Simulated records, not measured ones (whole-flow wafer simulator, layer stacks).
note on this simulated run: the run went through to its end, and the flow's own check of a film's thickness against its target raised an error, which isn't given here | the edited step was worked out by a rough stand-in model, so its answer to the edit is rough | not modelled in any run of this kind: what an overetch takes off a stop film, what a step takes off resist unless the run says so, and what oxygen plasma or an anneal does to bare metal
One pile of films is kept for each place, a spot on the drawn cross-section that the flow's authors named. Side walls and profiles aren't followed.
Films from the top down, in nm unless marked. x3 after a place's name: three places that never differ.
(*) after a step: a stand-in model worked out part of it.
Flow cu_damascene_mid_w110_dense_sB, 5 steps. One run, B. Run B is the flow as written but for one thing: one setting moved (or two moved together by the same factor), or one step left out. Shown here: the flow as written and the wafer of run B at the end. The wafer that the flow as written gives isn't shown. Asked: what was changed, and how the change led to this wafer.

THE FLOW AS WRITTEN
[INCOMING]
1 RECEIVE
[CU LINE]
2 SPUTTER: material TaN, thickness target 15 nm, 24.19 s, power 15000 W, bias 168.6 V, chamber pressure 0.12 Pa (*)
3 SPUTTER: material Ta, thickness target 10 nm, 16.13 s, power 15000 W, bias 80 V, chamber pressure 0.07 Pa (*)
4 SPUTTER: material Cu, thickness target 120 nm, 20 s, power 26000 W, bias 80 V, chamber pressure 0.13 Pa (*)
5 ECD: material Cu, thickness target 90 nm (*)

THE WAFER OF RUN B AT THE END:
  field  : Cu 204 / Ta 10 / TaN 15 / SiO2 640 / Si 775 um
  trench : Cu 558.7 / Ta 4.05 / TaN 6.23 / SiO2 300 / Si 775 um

The cause: step 4, SPUTTER: thickness target 114 nm was run, where the flow has thickness target 120 nm; step 4, SPUTTER: 19 s was run, where the flow has 20 s.

How the change led to this, step by step:
  4 SPUTTER: material Cu, thickness target 120 nm, 20 s, power 26000 W, bias 80 V, chamber pressure 0.13 Pa (*)
      field: Cu +114 (new film) (as written it would be: Cu +120 (new film))
      trench: Cu +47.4 (new film) (as written it would be: Cu +49.9 (new film))
